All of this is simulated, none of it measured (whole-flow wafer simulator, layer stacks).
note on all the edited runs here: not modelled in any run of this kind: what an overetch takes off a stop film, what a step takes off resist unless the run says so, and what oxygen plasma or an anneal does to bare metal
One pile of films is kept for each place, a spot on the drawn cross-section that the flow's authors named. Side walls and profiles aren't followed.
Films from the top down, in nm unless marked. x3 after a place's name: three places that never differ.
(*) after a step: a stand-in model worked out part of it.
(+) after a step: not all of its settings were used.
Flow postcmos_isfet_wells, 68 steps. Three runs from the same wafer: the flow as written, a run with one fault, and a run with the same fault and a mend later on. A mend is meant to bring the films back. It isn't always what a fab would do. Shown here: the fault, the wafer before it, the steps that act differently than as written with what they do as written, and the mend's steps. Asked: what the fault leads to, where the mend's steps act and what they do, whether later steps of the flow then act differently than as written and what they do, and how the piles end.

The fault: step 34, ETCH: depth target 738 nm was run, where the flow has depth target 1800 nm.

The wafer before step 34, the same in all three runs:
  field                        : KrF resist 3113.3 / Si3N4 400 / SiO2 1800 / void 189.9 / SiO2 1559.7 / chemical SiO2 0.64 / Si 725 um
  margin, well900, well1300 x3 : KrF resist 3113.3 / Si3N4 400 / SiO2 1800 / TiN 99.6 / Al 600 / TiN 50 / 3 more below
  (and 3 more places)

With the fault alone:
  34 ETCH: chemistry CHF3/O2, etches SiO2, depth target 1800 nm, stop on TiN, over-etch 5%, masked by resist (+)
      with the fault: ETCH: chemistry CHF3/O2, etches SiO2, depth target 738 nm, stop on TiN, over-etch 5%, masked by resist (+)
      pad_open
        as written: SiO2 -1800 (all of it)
        with the fault: SiO2 -738
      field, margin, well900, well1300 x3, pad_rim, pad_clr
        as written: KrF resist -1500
        with the fault: KrF resist -615
  Later steps of the flow that act differently than as written (1 more step differs only slightly, by at most 2% or 0.5 nm, whichever is larger, and isn't shown):
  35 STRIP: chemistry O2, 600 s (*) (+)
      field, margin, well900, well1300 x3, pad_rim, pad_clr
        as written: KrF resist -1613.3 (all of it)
        with the fault: KrF resist -2498.3 (all of it)
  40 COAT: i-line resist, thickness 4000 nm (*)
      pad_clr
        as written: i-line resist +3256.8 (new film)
        with the fault: i-line resist +3599.4 (new film)
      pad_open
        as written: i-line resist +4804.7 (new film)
        with the fault: i-line resist +4420.7 (new film)
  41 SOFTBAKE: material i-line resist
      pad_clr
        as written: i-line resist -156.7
        with the fault: i-line resist -61.9
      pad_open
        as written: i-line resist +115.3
        with the fault: i-line resist +63.4
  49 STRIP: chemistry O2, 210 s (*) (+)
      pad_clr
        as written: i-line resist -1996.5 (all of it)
        with the fault: i-line resist -2433.8 (all of it)
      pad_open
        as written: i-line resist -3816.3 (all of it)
        with the fault: i-line resist -3380.4 (all of it)
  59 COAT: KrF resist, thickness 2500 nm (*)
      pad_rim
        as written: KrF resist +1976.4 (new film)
        with the fault: KrF resist +2223.5 (new film)
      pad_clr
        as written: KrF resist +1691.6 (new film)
        with the fault: KrF resist +2061.9 (new film)
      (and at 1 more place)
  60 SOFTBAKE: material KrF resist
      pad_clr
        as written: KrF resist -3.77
        with the fault: KrF resist -1.93
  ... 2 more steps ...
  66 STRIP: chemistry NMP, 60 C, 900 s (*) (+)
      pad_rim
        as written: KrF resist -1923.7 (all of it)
        with the fault: KrF resist -2168.6 (all of it)
  At the end the piles differ from the flow's by more than 2% or 0.5 nm, whichever is larger, at pad_open.
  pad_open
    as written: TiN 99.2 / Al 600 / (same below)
    with the fault: SiO2 1062 / TiN 99.6 / Al 600 / (same below)

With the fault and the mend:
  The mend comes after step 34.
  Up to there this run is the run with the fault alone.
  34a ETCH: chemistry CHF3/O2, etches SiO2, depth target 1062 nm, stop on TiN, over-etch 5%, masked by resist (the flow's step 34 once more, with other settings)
      field, margin, well900, well1300 x3, pad_rim, pad_clr
        KrF resist -885
      pad_open
        SiO2 -1062 (all of it)
  No later step of the flow acts differently than as written at any place that is followed.
  At the end the piles are the same as the flow's at every place that both follow.
